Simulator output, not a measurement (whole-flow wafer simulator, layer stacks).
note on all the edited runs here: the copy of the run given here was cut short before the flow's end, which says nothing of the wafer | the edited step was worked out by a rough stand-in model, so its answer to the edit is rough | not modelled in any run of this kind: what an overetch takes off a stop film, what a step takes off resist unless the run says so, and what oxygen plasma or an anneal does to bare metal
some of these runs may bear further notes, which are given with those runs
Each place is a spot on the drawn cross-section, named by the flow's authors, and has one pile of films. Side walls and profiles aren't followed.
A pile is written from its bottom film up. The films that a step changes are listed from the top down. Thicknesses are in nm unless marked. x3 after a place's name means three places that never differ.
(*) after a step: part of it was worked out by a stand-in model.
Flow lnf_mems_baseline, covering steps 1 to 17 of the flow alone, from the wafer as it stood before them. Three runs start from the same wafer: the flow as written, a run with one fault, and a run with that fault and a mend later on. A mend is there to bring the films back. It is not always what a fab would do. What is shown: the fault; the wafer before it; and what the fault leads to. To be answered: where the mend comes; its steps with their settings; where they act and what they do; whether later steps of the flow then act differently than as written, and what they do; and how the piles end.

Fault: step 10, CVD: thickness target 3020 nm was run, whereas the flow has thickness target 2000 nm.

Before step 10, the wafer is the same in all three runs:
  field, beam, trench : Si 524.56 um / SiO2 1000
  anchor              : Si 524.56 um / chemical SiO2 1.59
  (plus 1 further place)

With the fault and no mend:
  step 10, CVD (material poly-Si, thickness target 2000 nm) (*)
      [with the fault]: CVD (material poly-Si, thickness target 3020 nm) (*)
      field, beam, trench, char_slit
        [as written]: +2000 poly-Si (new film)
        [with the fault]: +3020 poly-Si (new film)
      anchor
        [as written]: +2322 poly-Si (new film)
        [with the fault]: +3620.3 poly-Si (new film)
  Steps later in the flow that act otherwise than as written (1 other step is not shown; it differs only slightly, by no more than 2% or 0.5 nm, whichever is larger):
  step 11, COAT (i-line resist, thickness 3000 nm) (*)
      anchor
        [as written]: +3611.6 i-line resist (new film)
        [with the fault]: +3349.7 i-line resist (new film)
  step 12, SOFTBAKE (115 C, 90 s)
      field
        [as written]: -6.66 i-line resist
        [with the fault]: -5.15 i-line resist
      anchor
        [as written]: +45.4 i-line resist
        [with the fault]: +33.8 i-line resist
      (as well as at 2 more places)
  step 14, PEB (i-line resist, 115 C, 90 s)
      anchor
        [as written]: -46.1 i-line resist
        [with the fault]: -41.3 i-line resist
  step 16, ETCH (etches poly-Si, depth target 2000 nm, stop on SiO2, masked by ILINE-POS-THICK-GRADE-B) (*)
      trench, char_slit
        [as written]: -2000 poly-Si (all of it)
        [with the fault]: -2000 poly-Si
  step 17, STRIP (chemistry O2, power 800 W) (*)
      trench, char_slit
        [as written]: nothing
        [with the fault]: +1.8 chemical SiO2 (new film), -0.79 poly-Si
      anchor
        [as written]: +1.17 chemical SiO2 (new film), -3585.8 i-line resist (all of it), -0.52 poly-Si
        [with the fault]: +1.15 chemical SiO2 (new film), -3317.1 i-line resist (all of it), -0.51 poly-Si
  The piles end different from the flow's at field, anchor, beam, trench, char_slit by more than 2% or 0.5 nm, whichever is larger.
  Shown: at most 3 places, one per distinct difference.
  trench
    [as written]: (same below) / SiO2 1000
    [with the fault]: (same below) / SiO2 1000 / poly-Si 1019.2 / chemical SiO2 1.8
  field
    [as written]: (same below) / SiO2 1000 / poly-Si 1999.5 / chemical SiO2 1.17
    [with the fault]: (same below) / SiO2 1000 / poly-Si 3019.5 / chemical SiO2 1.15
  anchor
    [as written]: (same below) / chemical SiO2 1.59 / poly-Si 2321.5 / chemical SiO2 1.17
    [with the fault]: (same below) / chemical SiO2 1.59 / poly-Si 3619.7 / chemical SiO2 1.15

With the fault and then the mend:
  The mend stands after step 10.
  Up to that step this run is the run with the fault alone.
  step 10a, ETCH (chemistry tmah, depth target 4065 nm)
      field, beam, trench, char_slit
        -3020 poly-Si (all of it)
      anchor
        -3620.3 poly-Si (all of it)
  step 10b, CLEAN (chemistry SC1/SC2) (a further turn of the flow's step 1)
      leaves every film unchanged at each place that is followed
  step 10c, CVD (material poly-Si, thickness target 2000 nm) (*) (a further turn of the flow's step 10)
      field, beam, trench, char_slit
        +2000 poly-Si (new film)
      anchor
        +2322 poly-Si (new film)
  Later steps of the flow that are run all act as written at every place that is followed.
  By the end, the piles equal the flow's at every place that both follow.
